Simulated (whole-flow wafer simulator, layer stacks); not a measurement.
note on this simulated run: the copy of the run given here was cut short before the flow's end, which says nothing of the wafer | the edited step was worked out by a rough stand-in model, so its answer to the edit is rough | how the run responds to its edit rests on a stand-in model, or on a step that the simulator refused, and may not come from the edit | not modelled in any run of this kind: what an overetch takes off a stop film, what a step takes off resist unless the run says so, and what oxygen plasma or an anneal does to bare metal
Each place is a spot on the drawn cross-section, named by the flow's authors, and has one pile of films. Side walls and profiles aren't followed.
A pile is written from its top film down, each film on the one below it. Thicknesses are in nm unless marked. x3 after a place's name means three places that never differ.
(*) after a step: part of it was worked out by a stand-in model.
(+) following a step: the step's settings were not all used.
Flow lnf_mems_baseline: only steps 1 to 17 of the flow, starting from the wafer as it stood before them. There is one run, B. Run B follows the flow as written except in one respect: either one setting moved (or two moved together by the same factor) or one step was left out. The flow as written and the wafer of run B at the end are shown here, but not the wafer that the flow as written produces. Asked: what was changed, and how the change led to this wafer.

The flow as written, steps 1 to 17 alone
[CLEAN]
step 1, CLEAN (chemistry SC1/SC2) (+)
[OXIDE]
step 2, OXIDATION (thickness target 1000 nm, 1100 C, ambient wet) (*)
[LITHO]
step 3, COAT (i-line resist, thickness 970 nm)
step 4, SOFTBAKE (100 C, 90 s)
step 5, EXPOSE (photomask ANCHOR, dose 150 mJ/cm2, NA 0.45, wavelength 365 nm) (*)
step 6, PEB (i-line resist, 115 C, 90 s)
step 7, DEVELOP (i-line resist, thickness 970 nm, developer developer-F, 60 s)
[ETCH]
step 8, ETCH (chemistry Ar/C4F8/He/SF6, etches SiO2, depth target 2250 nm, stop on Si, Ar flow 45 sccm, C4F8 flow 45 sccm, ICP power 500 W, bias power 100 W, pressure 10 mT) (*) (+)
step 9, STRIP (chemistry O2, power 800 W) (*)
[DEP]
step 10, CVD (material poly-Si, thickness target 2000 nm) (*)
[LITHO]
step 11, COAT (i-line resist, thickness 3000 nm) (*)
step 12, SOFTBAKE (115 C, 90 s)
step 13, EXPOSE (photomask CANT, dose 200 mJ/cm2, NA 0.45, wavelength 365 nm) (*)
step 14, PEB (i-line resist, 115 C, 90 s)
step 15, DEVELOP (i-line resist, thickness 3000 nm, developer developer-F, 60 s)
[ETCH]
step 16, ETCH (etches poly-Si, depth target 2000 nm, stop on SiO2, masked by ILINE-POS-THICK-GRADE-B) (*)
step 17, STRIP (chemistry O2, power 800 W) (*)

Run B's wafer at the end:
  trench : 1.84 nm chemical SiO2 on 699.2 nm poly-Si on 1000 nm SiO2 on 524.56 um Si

The reason: step 16, ETCH: depth target 1300 nm was run, whereas the flow has depth target 2000 nm.

The path from the change to this, step by step:
  step 16, ETCH (etches poly-Si, depth target 2000 nm, stop on SiO2, masked by ILINE-POS-THICK-GRADE-B) (*)
      trench, char_slit: poly-Si loses 1300 (in the flow as written it would be: poly-Si loses 2000 (all of it))
      field, anchor, beam: i-line resist loses 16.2 (in the flow as written it would be: i-line resist loses 25)
  step 17, STRIP (chemistry O2, power 800 W) (*)
      trench, char_slit: chemical SiO2 gains 1.84 (new film), poly-Si loses 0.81 (in the flow as written it would be: nothing)
